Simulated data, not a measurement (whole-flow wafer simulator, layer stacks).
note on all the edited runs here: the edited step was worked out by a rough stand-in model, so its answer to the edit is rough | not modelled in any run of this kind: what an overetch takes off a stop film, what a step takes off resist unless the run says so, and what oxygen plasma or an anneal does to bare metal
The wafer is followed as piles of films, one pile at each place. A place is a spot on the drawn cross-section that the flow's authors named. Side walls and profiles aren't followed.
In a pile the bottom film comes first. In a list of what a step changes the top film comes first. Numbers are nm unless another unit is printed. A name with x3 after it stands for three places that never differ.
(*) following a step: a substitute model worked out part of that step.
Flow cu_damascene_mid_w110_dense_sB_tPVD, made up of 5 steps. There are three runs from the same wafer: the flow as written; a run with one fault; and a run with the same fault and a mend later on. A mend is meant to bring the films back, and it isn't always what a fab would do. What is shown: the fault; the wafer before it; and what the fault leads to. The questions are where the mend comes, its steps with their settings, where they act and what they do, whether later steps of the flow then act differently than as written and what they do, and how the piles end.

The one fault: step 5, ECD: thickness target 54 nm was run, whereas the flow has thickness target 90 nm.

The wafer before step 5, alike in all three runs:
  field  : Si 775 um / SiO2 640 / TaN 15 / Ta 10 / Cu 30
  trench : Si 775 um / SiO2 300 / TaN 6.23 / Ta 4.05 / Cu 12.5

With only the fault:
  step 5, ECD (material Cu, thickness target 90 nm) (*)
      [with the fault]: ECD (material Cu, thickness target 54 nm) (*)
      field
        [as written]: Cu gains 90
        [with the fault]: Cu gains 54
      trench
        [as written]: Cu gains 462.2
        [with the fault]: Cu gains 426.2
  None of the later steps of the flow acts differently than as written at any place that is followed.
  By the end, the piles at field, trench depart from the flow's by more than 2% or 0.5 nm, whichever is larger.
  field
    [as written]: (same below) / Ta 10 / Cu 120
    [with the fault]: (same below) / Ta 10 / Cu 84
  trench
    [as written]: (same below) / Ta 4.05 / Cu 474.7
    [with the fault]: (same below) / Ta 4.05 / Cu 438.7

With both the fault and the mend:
  The mend follows step 5.
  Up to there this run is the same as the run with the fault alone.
  step 5a, ECD (material Cu, thickness target 36 nm) (a further turn of the flow's step 5, with different settings)
      field, trench
        Cu gains 36
  None of the later steps of the flow acts differently than as written at any place that is followed.
  The piles end the same as the flow's at every place that both follow.
